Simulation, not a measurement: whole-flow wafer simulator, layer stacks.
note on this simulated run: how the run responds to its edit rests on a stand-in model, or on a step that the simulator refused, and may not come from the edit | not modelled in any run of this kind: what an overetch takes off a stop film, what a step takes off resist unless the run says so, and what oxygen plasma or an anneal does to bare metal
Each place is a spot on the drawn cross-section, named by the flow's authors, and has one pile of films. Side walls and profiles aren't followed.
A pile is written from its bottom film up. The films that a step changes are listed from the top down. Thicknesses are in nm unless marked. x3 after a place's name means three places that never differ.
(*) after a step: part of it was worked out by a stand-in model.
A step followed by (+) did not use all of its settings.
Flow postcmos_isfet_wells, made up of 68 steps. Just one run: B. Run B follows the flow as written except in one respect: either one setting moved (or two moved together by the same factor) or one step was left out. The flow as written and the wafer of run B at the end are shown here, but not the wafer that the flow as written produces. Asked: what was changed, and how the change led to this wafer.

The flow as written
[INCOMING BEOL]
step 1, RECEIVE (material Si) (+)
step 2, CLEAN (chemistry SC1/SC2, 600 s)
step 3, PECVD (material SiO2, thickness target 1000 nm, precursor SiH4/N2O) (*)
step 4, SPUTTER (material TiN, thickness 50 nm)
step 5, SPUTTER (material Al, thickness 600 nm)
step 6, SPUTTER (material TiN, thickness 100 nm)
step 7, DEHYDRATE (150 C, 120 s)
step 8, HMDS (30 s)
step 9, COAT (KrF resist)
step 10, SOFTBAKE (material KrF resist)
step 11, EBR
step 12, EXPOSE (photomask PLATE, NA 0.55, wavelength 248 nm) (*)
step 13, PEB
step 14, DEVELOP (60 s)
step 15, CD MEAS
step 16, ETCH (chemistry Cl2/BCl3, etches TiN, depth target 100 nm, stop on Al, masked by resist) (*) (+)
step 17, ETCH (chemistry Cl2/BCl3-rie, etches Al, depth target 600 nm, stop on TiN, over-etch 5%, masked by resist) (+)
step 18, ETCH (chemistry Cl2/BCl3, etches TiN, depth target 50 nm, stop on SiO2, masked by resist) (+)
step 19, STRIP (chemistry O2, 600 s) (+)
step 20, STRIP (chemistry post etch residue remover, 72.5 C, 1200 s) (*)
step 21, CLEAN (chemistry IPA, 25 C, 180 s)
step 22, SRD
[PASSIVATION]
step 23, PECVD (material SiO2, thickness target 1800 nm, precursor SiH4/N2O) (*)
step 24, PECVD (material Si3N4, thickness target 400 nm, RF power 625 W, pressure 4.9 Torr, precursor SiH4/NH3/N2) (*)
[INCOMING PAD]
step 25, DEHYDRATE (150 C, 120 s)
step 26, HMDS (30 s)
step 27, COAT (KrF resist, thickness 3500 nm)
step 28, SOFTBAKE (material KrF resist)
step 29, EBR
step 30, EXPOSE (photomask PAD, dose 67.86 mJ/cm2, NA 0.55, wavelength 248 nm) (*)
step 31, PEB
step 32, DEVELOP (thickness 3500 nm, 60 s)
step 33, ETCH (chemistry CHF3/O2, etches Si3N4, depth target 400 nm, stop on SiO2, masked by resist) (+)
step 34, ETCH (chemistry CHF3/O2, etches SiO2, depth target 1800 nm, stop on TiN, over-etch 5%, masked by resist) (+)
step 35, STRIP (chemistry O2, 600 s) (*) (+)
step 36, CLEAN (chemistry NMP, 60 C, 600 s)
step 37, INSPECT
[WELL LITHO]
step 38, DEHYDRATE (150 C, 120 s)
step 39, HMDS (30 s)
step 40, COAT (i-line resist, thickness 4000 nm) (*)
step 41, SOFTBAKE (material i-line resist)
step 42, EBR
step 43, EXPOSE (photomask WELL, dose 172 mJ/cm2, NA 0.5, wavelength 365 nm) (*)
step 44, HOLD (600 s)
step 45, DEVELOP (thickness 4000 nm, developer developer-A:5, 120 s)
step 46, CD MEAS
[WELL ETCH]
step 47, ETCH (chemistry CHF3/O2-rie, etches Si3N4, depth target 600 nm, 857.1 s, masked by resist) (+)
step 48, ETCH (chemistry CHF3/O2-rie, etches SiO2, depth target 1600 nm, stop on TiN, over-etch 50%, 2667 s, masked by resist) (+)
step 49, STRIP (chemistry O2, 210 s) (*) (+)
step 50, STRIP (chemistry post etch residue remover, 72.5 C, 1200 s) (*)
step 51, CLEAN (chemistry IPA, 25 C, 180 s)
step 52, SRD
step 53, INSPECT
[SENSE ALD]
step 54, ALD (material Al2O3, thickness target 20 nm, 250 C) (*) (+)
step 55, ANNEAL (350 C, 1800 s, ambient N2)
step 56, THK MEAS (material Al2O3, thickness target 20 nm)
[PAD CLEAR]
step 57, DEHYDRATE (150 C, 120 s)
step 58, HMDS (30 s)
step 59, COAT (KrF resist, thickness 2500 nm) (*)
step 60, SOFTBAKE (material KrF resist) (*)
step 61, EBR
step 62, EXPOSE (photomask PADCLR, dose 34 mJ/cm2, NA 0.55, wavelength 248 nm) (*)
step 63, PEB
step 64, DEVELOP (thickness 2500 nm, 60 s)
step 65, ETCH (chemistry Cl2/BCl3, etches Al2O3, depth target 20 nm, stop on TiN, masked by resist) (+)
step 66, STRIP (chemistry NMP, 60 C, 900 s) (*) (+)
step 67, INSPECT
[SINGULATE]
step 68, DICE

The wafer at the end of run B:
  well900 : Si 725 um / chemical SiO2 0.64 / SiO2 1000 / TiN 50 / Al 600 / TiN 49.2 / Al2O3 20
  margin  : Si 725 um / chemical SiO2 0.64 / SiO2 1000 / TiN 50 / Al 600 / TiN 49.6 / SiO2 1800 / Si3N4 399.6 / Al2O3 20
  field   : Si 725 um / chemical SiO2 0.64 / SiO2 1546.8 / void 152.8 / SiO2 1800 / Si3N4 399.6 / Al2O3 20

The reason: step 6, SPUTTER: thickness 50 nm was run, though the flow has thickness 100 nm; step 21, CLEAN: 90 s was run, where the flow has 180 s.

Step by step, how the change led to this:
  step 6, SPUTTER (material TiN, thickness 100 nm)
      field, margin, well900 and 6 more: TiN gains 50 (new film) (it would be, as written: TiN gains 100 (new film))
  step 16, ETCH (chemistry Cl2/BCl3, etches TiN, depth target 100 nm, stop on Al, masked by resist) (*) (+)
      margin, well900, well1300, well2000, well3000, pad_rim, pad_clr, pad_open: KrF resist loses 30 (it would be, as written: KrF resist loses 40)
      field: TiN loses 50 (all of it) (it would be, as written: TiN loses 100 (all of it))
  step 23, PECVD (material SiO2, thickness target 1800 nm, precursor SiH4/N2O) (*)
      field: SiO2 gains 1800 (new film), void gains 152.8 (new film), SiO2 gains 546.8 (it would be, as written: SiO2 gains 1800 (new film), void gains 189.9 (new film), SiO2 gains 559.7)
